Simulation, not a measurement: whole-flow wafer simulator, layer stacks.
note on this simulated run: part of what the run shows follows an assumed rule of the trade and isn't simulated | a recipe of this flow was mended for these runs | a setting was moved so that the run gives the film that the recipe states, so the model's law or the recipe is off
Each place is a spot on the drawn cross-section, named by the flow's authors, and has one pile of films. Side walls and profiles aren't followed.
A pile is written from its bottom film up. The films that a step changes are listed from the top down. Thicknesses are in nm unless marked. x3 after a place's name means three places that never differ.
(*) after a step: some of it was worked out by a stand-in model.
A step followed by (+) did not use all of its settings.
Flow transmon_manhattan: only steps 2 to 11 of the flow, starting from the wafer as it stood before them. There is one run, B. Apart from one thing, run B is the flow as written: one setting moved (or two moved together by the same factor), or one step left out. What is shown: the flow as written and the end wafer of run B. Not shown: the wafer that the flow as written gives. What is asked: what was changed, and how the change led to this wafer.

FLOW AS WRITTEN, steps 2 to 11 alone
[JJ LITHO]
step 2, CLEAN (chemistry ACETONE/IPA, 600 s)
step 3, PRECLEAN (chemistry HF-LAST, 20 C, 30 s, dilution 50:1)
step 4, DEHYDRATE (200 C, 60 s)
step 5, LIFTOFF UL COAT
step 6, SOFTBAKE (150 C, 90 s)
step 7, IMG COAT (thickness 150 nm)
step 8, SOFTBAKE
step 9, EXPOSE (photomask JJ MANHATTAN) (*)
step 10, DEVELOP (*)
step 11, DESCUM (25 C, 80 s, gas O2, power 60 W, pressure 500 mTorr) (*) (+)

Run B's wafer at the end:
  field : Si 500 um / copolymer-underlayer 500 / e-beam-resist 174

What caused this: step 7, IMG COAT: thickness 186 nm was run, while the flow as written has thickness 150 nm.

Step by step, how the change led to this:
  step 7, IMG COAT (thickness 150 nm)
      field, chan_a x2: e-beam-resist gains 186 (new film) (in the flow as written it would be: e-beam-resist gains 150 (new film))
  step 10, DEVELOP (*)
      chan_a x2: e-beam-resist loses 186 (all of it), copolymer-underlayer loses 500 (all of it) (in the flow as written it would be: e-beam-resist loses 150 (all of it), copolymer-underlayer loses 500 (all of it))
